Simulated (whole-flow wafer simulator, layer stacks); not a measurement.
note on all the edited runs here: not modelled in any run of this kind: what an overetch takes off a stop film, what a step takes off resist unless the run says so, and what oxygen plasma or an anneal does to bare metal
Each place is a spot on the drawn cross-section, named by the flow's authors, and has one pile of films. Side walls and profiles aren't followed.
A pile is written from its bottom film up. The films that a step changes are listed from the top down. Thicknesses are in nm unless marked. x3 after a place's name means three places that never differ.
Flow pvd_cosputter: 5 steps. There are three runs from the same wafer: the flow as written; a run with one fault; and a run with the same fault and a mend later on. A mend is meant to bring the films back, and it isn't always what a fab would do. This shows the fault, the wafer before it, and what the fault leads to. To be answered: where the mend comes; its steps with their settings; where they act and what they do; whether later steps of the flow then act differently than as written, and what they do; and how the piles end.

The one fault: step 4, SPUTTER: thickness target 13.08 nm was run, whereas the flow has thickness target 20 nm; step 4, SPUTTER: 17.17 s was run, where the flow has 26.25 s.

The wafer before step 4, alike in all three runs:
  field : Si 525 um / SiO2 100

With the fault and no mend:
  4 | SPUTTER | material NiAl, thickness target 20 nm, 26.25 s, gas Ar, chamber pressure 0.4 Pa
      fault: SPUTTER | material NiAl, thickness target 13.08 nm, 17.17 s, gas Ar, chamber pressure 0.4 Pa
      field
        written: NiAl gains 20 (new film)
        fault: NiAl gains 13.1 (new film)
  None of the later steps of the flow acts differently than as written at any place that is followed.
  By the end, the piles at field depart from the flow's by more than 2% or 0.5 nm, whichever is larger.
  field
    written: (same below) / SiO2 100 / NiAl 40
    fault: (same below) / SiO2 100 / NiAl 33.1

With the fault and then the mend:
  The mend stands after step 4.
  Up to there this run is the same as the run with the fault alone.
  4a | SPUTTER | material NiAl, thickness target 6.92 nm, 9.082 s, gas Ar, chamber pressure 0.4 Pa (the flow's step 4 again, with other settings)
      field
        NiAl gains 6.92
  None of the later steps of the flow acts differently than as written at any place that is followed.
  By the end, the piles equal the flow's at every place that both follow.
